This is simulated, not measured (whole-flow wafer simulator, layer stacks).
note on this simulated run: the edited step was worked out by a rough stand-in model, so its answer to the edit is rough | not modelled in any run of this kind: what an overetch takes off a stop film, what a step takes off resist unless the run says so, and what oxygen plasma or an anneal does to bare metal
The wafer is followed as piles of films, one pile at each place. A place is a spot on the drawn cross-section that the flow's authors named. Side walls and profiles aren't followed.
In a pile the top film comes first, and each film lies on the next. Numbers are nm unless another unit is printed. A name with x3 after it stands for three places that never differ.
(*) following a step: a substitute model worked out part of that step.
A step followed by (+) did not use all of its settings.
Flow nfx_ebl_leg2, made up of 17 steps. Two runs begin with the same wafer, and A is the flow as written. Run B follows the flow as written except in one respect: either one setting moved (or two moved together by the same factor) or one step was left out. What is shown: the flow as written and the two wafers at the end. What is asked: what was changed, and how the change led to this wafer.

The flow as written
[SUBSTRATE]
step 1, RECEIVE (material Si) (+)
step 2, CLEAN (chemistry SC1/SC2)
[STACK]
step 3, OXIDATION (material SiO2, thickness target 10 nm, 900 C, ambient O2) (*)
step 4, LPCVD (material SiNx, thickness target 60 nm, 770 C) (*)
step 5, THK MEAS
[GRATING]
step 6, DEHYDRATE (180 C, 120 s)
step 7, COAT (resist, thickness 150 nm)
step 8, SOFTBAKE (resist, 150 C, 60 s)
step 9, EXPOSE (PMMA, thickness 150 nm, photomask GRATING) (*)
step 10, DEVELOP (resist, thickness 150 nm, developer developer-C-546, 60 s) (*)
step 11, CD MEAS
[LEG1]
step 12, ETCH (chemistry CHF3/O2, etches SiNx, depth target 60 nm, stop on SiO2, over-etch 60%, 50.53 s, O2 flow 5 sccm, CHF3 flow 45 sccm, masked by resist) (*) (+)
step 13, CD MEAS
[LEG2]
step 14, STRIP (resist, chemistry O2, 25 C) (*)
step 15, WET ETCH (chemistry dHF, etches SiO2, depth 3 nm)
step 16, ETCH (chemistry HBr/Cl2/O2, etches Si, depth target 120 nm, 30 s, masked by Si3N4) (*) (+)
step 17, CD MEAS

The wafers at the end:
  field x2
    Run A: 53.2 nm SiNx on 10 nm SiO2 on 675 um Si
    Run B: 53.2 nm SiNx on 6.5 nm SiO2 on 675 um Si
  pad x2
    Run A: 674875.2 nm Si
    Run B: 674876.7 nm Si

The reason: step 3, OXIDATION: thickness target 6.5 nm was run, though the flow has thickness target 10 nm.
One can read it off the wafer: field x2 has SiO2 6.5, and step 3 as written asks for 10 nm.

Step by step, how the change led to this:
  step 3, OXIDATION (material SiO2, thickness target 10 nm, 900 C, ambient O2) (*)
      field x2, pad x2: A SiO2 gains 10 (new film), chemical SiO2 loses 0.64 (all of it), Si loses 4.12 | B SiO2 gains 6.5 (new film), chemical SiO2 loses 0.64 (all of it), Si loses 2.58
  step 12, ETCH (chemistry CHF3/O2, etches SiNx, depth target 60 nm, stop on SiO2, over-etch 60%, 50.53 s, O2 flow 5 sccm, CHF3 flow 45 sccm, masked by resist) (*) (+)
      pad x2: A SiNx loses 60 (all of it), SiO2 loses 10 (all of it) | B SiNx loses 60 (all of it), SiO2 loses 6.5 (all of it)
